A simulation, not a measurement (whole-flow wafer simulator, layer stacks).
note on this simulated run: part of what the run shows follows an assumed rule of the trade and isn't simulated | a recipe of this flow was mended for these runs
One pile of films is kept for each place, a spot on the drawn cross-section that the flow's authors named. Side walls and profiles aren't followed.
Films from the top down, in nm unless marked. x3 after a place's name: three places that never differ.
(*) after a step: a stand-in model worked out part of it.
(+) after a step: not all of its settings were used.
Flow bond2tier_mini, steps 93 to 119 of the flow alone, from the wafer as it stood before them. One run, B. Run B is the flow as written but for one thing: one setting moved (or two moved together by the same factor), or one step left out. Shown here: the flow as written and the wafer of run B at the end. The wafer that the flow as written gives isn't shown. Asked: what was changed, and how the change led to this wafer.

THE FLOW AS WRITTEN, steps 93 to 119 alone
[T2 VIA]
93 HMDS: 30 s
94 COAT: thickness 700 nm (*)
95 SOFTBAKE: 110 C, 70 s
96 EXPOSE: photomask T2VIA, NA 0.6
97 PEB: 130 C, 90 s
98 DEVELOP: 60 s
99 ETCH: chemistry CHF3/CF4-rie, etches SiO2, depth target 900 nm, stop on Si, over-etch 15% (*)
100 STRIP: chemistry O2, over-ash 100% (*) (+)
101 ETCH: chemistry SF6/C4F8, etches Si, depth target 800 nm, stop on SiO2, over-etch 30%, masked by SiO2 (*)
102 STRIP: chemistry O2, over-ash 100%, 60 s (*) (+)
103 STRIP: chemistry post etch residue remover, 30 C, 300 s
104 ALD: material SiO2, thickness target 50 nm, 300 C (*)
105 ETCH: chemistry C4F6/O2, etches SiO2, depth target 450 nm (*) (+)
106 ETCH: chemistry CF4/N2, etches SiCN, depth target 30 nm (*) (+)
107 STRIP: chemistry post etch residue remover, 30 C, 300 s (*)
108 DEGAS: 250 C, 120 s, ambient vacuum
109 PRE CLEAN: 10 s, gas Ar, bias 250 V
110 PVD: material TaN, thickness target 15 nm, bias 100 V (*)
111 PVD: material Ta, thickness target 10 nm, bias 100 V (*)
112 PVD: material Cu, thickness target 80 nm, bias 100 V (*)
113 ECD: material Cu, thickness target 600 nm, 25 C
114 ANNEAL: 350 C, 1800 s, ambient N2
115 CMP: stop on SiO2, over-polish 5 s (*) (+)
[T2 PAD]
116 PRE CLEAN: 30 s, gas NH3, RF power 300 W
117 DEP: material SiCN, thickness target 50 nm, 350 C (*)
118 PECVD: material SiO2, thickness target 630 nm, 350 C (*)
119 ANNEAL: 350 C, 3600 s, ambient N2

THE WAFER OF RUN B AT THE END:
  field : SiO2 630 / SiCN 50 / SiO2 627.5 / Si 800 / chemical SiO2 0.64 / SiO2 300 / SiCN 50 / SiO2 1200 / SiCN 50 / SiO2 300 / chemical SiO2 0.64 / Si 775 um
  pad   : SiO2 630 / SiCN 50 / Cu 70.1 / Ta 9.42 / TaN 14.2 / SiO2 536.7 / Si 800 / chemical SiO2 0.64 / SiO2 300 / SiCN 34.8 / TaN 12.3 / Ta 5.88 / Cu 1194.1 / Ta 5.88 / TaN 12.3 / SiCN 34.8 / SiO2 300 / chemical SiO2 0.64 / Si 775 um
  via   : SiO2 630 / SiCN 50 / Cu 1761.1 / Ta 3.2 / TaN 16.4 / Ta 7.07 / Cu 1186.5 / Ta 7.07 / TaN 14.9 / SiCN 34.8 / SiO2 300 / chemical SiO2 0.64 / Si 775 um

The cause: step 104, ALD: thickness target 120 nm was run, where the flow has thickness target 50 nm.

How the change led to this, step by step:
  104 ALD: material SiO2, thickness target 50 nm, 300 C (*)
      field, pad, via: SiO2 +120 (as written it would be: SiO2 +50)
  105 ETCH: chemistry C4F6/O2, etches SiO2, depth target 450 nm (*) (+)
      via: SiO2 -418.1 (all of it), SiCN -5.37 (as written it would be: SiO2 -348.1 (all of it), SiCN -17.2)
  106 ETCH: chemistry CF4/N2, etches SiCN, depth target 30 nm (*) (+)
      via: SiCN -29.4 (all of it), TaN -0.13 (as written it would be: SiCN -17.6 (all of it), TaN -3.01)
  110 PVD: material TaN, thickness target 15 nm, bias 100 V (*)
      via: TaN +4.93 (as written it would be: TaN +6.94)
  111 PVD: material Ta, thickness target 10 nm, bias 100 V (*)
      via: Ta +3.2 (new film) (as written it would be: Ta +4.57 (new film))
  112 PVD: material Cu, thickness target 80 nm, bias 100 V (*)
      via: Cu +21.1 (new film) (as written it would be: Cu +35 (new film))
  113 ECD: material Cu, thickness target 600 nm, 25 C
      via: Cu +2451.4 (as written it would be: Cu +2367)
